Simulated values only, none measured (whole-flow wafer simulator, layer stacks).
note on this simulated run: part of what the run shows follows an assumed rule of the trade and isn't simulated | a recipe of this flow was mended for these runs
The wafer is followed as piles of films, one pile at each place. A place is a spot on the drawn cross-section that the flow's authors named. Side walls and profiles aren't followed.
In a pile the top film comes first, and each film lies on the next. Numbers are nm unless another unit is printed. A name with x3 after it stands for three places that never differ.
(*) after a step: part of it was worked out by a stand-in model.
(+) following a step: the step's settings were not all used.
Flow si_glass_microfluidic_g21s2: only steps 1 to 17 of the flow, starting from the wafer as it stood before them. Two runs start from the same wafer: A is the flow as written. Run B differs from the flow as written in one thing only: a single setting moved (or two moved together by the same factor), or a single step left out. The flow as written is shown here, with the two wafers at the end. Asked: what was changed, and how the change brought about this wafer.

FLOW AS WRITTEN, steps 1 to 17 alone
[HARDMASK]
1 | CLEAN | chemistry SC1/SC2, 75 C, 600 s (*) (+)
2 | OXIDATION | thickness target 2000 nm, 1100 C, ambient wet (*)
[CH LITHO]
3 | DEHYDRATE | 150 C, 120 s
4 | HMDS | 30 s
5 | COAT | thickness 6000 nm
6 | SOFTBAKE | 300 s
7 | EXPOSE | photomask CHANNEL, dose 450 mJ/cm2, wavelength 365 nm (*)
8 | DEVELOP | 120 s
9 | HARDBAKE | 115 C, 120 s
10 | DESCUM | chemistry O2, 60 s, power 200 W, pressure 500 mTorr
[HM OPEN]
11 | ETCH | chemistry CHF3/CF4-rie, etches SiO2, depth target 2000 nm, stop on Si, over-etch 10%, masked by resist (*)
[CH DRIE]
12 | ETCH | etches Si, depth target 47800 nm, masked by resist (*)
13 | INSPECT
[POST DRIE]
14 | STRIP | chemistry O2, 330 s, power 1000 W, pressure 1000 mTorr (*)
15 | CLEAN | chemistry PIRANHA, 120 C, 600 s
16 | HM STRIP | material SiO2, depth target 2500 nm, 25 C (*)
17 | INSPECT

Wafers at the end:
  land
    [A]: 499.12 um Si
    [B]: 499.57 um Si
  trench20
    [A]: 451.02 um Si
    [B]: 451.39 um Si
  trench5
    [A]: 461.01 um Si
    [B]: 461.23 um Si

The reason: step 2, OXIDATION: 935 C was run, whereas the flow has 1100 C.

Step by step, how the change led to this:
  2 | OXIDATION | thickness target 2000 nm, 1100 C, ambient wet (*)
      land, trench20, trench5, trench200: A +2000 SiO2 (new film), -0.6 chemical SiO2 (all of it), -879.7 Si | B +975.8 SiO2 (new film), -0.6 chemical SiO2 (all of it), -429.1 Si
  11 | ETCH | chemistry CHF3/CF4-rie, etches SiO2, depth target 2000 nm, stop on Si, over-etch 10%, masked by resist (*)
      trench20, trench5, trench200: A -2000 SiO2 (all of it), -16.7 Si | B -975.8 SiO2 (all of it), -102 Si
      land: A -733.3 thick-i-line-resist | B -357.8 thick-i-line-resist
  12 | ETCH | etches Si, depth target 47800 nm, masked by resist (*)
      trench5: A -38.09 um Si | B -38.23 um Si
      trench200: A -54.08 um Si | B -53.97 um Si
  14 | STRIP | chemistry O2, 330 s, power 1000 W, pressure 1000 mTorr (*)
      land: A -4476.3 thick-i-line-resist (all of it) | B -4853.2 thick-i-line-resist (all of it)
  16 | HM STRIP | material SiO2, depth target 2500 nm, 25 C (*)
      land: A -2000 SiO2 (all of it) | B -975.8 SiO2 (all of it)
